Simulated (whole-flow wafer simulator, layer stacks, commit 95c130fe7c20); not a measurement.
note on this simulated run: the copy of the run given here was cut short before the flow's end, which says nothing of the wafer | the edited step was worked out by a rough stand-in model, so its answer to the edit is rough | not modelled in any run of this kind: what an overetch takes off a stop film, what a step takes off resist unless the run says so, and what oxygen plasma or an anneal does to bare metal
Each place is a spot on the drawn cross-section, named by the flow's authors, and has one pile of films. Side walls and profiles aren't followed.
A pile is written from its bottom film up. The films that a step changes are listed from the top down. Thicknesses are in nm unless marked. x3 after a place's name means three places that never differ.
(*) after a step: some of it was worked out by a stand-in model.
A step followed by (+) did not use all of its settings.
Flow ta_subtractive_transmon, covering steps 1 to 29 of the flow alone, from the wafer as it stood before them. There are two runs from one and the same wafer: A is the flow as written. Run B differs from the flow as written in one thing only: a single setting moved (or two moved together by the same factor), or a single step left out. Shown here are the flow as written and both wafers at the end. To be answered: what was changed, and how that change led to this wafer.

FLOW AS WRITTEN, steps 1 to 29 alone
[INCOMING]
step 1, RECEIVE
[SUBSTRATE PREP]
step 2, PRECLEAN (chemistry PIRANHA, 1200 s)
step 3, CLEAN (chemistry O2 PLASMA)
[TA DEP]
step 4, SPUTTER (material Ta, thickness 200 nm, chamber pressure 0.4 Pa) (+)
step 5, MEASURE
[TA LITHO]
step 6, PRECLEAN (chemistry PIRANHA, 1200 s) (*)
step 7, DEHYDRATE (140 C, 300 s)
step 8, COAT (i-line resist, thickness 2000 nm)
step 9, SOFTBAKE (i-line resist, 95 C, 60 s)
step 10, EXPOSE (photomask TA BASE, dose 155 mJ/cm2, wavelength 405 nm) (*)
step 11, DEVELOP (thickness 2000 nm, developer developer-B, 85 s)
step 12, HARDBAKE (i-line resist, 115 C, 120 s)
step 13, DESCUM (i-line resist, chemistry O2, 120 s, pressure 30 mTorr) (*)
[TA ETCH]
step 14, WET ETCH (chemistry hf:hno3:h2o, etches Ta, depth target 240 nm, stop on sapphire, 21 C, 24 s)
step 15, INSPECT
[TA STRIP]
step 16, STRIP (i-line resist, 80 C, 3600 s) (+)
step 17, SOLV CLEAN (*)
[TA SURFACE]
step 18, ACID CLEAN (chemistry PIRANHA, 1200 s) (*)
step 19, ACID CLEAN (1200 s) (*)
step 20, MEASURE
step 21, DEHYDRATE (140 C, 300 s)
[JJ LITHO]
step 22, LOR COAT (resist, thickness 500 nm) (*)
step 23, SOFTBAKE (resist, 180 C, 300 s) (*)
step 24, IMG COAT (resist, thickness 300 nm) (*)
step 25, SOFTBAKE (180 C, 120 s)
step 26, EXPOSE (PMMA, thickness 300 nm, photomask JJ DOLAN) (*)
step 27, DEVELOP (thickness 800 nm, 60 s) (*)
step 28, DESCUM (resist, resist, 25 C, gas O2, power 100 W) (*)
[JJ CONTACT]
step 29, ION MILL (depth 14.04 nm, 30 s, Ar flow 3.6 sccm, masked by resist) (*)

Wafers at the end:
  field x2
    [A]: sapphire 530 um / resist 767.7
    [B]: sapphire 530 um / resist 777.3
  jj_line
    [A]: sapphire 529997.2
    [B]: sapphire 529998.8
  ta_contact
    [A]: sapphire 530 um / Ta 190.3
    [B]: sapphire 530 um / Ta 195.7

Cause: step 29, ION MILL: depth 5.965 nm was run, whereas the flow has depth 14.04 nm; step 29, ION MILL: 12.8 s was run, where the flow has 30 s.

The path from the change to this, step by step:
  step 29, ION MILL (depth 14.04 nm, 30 s, Ar flow 3.6 sccm, masked by resist) (*)
      field x2, ta_pad: A resist loses 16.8 | B resist loses 7.16
      jj_line, lead: A sapphire loses 2.8 | B sapphire loses 1.19
      (as well as at 1 more place)
